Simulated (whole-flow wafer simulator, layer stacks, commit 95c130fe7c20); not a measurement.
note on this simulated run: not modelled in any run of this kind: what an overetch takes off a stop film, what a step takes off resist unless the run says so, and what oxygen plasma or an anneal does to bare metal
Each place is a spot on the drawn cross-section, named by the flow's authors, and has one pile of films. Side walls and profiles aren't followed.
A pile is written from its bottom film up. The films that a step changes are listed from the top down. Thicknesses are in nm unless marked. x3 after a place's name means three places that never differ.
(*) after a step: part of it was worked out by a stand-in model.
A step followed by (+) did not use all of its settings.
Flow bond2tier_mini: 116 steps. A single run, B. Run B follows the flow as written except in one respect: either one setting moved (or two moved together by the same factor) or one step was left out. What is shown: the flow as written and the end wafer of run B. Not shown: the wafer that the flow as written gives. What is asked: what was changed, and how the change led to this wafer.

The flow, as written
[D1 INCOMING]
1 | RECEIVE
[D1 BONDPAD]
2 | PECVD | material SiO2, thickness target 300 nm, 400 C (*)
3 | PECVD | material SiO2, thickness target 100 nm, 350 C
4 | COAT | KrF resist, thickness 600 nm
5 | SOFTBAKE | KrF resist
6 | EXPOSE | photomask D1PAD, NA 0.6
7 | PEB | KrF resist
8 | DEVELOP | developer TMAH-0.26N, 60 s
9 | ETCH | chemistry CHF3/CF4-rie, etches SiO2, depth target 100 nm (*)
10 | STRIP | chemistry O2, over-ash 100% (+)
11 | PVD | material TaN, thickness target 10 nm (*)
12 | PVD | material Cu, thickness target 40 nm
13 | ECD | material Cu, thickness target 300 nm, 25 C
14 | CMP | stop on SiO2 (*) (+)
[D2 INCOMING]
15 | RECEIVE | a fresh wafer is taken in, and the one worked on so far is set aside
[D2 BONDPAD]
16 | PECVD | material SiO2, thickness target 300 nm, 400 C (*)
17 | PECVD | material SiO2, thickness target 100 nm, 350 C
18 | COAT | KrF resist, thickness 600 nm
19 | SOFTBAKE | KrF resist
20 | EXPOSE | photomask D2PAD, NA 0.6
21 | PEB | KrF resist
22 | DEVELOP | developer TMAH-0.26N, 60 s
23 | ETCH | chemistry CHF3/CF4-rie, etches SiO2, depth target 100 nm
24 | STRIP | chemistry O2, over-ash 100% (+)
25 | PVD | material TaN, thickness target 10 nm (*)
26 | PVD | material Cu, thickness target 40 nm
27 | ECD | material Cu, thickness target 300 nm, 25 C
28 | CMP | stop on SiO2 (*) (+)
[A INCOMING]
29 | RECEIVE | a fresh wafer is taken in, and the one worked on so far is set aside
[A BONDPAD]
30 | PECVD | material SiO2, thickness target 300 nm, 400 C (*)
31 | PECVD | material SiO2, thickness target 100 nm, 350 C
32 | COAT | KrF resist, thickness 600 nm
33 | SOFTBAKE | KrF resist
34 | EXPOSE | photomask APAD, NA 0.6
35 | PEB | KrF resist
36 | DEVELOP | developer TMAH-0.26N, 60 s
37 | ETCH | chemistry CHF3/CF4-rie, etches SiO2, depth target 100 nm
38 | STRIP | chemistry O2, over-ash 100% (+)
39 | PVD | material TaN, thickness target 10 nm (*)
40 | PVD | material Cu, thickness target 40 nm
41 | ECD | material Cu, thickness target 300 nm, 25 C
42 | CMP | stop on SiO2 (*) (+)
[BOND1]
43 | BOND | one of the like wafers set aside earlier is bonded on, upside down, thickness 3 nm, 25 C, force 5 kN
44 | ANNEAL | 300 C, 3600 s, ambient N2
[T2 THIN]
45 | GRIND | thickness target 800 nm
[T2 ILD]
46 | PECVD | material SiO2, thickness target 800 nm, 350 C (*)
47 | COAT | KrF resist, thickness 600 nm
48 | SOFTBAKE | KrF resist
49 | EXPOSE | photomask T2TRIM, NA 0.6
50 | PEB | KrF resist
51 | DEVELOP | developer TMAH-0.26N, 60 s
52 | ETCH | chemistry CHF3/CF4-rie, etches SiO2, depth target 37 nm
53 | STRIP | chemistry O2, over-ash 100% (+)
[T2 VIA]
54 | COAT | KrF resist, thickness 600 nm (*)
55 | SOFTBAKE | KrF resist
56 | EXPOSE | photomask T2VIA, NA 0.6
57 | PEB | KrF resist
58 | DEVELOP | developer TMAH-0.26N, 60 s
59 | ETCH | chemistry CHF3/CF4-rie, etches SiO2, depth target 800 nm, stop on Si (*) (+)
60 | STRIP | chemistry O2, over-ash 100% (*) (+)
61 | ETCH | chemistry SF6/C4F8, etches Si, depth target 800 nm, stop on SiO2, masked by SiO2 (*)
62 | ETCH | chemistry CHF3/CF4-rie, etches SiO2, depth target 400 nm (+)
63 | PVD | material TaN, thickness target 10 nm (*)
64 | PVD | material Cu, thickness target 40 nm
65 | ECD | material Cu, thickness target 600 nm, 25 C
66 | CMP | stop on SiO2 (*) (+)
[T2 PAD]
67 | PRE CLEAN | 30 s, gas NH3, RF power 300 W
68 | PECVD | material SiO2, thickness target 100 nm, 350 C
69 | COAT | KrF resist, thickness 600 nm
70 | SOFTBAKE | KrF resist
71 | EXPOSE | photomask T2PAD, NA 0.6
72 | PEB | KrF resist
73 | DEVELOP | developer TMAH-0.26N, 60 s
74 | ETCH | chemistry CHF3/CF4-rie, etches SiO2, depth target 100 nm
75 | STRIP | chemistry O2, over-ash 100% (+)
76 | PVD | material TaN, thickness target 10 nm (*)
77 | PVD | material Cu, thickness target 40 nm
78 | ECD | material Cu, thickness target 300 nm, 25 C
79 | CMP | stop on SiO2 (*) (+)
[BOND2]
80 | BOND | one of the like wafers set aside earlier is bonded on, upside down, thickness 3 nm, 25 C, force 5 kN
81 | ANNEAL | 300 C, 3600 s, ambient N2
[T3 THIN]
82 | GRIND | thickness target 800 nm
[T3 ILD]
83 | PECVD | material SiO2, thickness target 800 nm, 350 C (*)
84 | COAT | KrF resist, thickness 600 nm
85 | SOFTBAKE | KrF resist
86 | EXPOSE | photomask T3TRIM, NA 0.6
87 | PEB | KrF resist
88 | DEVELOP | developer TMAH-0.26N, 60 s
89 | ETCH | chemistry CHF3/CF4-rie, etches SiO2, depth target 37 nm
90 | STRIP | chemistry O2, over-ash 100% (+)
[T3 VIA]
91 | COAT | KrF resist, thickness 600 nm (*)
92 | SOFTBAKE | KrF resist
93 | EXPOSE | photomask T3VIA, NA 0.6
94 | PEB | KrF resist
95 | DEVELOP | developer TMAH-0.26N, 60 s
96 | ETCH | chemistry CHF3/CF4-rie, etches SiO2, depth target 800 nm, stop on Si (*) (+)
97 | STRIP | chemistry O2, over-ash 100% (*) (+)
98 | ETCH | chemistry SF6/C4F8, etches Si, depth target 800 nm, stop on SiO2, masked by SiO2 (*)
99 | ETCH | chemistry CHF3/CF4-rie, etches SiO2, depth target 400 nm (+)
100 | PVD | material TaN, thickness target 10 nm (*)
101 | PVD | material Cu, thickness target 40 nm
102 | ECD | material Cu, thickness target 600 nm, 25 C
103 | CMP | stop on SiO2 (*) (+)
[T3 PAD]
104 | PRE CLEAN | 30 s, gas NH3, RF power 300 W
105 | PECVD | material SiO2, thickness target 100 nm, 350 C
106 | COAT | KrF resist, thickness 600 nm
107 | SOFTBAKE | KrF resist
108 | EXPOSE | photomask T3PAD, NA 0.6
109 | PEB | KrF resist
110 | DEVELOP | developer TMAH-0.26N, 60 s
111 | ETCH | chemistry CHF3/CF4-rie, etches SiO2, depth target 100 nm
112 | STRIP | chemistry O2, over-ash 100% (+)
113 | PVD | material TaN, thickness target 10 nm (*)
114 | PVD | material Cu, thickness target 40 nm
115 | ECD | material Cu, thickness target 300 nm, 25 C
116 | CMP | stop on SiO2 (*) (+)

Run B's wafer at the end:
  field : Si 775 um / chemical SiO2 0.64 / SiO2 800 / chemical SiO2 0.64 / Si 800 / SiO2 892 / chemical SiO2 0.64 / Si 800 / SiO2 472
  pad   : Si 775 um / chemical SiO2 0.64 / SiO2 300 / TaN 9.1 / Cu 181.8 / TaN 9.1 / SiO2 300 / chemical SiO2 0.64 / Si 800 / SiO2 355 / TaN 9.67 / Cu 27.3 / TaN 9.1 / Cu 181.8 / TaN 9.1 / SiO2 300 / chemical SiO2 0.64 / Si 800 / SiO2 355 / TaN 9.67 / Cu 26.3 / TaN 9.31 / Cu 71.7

Cause: step 105, PECVD: thickness target 80 nm was run, though the flow has thickness target 100 nm.

How this came from the change, step by step:
  105 | PECVD | material SiO2, thickness target 100 nm, 350 C
      field: +80 SiO2 (in the flow as written it would be: +100 SiO2)
      pad: +80 SiO2 (new film) (in the flow as written it would be: +100 SiO2 (new film))
  111 | ETCH | chemistry CHF3/CF4-rie, etches SiO2, depth target 100 nm
      pad: -80 SiO2 (all of it), -1 Cu (in the flow as written it would be: -100 SiO2 (all of it))
  115 | ECD | material Cu, thickness target 300 nm, 25 C
      pad: +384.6 Cu (in the flow as written it would be: +404.5 Cu)
